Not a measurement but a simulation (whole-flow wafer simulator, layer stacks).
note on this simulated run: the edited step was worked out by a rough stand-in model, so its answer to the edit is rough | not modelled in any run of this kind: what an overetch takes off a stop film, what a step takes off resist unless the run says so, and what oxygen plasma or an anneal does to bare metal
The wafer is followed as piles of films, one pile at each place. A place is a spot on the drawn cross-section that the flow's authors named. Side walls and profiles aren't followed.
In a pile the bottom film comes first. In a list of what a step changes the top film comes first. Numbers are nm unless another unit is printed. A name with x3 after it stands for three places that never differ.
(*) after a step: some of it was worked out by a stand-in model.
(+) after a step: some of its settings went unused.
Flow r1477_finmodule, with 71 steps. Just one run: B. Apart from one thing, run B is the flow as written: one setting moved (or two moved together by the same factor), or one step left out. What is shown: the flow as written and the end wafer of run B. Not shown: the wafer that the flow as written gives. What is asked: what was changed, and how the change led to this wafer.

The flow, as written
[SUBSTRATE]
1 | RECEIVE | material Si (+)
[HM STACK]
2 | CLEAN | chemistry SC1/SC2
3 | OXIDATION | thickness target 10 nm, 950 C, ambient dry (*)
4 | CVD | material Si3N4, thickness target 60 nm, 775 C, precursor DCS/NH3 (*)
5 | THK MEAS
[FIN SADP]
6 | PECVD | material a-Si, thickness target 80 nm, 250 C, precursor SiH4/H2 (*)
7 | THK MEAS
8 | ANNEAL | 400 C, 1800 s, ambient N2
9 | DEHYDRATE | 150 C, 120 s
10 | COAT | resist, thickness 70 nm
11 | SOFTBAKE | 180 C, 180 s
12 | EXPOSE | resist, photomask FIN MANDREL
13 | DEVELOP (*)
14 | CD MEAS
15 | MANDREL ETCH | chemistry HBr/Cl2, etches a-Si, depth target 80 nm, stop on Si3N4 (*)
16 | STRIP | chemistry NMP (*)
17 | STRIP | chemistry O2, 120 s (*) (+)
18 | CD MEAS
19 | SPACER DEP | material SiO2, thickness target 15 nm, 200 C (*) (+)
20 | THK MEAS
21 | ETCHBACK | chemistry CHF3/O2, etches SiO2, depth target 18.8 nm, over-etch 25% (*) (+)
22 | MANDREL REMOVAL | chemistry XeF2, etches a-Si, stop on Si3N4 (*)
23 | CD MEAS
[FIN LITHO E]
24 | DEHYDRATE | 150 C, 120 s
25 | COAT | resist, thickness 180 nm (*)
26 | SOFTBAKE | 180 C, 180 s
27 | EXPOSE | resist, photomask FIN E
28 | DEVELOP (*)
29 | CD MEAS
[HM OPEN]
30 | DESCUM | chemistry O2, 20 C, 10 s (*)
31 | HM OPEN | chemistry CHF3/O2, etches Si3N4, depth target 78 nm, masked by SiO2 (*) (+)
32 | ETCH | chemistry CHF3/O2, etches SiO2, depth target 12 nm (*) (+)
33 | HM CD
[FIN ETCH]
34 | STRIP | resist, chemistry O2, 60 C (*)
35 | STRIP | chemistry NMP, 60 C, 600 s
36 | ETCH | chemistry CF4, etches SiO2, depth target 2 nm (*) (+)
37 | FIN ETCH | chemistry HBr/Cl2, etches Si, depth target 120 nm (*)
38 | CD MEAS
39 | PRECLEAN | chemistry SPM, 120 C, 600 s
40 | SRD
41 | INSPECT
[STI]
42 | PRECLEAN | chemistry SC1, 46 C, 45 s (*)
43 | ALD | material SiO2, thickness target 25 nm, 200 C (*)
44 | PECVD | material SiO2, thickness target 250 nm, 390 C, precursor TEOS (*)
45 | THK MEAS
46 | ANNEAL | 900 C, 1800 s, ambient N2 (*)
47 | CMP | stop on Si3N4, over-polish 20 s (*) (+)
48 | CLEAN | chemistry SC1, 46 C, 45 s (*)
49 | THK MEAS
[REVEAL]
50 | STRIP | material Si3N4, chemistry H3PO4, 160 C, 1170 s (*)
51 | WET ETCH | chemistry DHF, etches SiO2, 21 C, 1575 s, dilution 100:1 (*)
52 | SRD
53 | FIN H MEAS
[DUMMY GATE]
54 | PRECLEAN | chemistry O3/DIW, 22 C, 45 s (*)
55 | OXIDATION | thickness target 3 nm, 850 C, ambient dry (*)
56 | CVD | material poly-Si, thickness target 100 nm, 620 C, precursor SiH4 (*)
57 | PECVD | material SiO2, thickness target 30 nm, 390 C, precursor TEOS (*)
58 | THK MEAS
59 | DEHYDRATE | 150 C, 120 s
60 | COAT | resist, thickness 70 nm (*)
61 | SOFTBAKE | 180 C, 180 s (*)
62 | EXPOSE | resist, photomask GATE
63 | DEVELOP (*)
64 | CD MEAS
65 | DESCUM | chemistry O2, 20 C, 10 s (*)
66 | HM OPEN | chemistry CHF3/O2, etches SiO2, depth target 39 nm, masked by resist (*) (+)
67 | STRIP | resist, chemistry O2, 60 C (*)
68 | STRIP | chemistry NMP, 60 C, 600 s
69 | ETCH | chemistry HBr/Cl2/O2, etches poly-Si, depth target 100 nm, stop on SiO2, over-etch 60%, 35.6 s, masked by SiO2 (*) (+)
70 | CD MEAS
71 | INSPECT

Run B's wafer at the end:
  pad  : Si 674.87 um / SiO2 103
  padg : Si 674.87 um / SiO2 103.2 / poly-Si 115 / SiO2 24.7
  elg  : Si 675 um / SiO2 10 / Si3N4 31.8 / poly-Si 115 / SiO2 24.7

Cause: step 56, CVD: thickness target 115 nm was run, while the flow as written has thickness target 100 nm.
One can read it off the wafer: padg has poly-Si 115, and step 56 as written asks for 100 nm.

The path from the change to this, step by step:
  56 | CVD | material poly-Si, thickness target 100 nm, 620 C, precursor SiH4 (*)
      pad, padg, elg and 26 more: +115 poly-Si (new film) (it would be, as written: +100 poly-Si (new film))
      s40cg, s40co: +129.2 poly-Si (new film) (it would be, as written: +113.9 poly-Si (new film))
      (also at 5 further places)
  69 | ETCH | chemistry HBr/Cl2/O2, etches poly-Si, depth target 100 nm, stop on SiO2, over-etch 60%, 35.6 s, masked by SiO2 (*) (+)
      elo, e40lo, e100lo, e200lo: -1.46 chemical SiO2 (all of it), -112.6 poly-Si (all of it) (it would be, as written: -1.46 chemical SiO2 (all of it), -97.6 poly-Si (all of it), -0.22 Si3N4)
      pad, eso, e40so and 8 more: -1.46 chemical SiO2 (all of it), -112.6 poly-Si (all of it), -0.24 SiO2 (it would be, as written: -1.46 chemical SiO2 (all of it), -97.6 poly-Si (all of it), -0.42 SiO2)
      (also at 3 further places)
